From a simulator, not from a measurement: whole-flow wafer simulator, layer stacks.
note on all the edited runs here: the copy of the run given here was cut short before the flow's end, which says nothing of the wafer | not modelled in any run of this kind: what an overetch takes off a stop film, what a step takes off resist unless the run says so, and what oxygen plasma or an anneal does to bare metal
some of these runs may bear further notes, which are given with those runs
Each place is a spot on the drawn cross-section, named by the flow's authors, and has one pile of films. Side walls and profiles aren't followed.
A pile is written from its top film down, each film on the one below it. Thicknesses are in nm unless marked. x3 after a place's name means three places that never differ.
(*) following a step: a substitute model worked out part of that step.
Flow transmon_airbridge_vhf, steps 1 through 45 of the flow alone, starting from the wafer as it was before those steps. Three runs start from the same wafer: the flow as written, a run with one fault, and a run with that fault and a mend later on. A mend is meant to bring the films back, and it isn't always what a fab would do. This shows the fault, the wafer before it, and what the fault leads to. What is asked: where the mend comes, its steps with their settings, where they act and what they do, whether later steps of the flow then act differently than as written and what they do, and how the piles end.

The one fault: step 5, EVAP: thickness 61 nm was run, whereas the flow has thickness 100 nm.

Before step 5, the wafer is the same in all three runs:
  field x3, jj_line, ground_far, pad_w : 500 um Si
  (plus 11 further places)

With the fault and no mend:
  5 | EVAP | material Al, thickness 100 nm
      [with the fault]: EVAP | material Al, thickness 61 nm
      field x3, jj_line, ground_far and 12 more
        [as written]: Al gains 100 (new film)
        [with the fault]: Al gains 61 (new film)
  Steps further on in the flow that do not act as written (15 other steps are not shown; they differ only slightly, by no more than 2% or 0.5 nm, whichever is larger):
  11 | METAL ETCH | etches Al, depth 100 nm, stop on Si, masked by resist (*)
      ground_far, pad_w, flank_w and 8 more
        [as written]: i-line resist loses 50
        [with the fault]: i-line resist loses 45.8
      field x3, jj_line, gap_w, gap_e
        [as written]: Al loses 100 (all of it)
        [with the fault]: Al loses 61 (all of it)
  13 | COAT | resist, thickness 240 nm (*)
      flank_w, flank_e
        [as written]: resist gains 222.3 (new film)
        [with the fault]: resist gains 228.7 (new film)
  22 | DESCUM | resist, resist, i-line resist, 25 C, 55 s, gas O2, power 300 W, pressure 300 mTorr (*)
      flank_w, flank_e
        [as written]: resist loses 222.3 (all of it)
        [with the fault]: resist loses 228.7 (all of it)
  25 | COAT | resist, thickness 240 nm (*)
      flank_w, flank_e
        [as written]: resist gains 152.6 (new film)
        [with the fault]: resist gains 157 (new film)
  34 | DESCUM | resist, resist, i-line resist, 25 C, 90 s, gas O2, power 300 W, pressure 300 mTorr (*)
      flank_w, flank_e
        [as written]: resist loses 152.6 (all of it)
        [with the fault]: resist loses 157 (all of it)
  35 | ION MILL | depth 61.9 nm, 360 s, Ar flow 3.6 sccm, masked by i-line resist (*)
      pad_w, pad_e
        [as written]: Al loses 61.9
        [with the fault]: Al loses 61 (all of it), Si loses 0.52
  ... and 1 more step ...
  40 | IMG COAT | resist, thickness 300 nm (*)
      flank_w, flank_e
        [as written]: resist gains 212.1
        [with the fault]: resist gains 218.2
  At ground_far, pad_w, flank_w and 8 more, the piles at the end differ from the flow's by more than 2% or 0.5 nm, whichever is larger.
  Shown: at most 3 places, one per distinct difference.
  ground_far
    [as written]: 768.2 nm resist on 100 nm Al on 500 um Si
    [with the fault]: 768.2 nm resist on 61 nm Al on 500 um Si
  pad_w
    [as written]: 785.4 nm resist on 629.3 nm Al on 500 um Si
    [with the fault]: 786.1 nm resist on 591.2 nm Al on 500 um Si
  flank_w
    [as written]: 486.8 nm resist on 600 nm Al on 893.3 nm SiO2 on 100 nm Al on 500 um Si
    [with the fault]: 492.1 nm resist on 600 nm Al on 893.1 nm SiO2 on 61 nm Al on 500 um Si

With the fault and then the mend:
  The mend stands after step 5.
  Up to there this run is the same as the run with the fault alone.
  5a | EVAP | material Al, thickness 39 nm (a further turn of the flow's step 5, with different settings)
      field x3, jj_line, ground_far and 12 more
        Al gains 39
  Later steps of the flow that are run all act as written at every place that is followed.
  By the end, the piles equal the flow's at every place that both follow.
